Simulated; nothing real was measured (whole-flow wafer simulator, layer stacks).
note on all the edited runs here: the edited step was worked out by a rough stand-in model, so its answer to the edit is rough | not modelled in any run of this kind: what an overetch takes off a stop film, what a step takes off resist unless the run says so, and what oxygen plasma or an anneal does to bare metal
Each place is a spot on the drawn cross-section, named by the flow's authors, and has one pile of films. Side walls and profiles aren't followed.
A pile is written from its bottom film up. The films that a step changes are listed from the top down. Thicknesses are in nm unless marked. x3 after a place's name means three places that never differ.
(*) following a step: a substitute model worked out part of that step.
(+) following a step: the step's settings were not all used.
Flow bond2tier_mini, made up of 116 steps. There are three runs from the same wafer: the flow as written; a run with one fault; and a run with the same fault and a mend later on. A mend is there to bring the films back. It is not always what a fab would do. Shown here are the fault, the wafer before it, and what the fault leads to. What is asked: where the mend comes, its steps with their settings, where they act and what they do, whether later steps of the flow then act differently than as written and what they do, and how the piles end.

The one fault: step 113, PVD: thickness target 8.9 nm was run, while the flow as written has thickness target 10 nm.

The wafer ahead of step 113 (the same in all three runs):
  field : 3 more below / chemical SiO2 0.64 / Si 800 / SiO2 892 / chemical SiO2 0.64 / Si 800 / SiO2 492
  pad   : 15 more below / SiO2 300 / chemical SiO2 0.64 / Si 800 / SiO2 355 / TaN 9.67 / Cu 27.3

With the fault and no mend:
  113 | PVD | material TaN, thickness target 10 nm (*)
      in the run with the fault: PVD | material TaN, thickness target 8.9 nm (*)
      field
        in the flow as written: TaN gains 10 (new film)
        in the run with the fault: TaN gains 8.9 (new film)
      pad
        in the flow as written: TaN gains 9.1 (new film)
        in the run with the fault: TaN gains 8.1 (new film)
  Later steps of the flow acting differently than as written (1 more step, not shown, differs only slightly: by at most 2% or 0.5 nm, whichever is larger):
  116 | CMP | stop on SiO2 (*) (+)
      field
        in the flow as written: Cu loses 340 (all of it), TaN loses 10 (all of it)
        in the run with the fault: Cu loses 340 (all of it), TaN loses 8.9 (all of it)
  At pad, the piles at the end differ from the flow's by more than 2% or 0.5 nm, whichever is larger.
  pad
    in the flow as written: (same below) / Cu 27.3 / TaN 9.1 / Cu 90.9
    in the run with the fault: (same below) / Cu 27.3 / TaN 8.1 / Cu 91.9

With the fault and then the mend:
  After step 113 comes the mend.
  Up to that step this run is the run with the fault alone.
  113a | PVD | material TaN, thickness target 1.1 nm (*) (the flow's step 113 again, with other settings)
      field
        TaN gains 1.1
      pad
        TaN gains 1
  Later steps of the flow that are run all act as written at every place that is followed.
  By the end, the piles equal the flow's at every place that both follow.
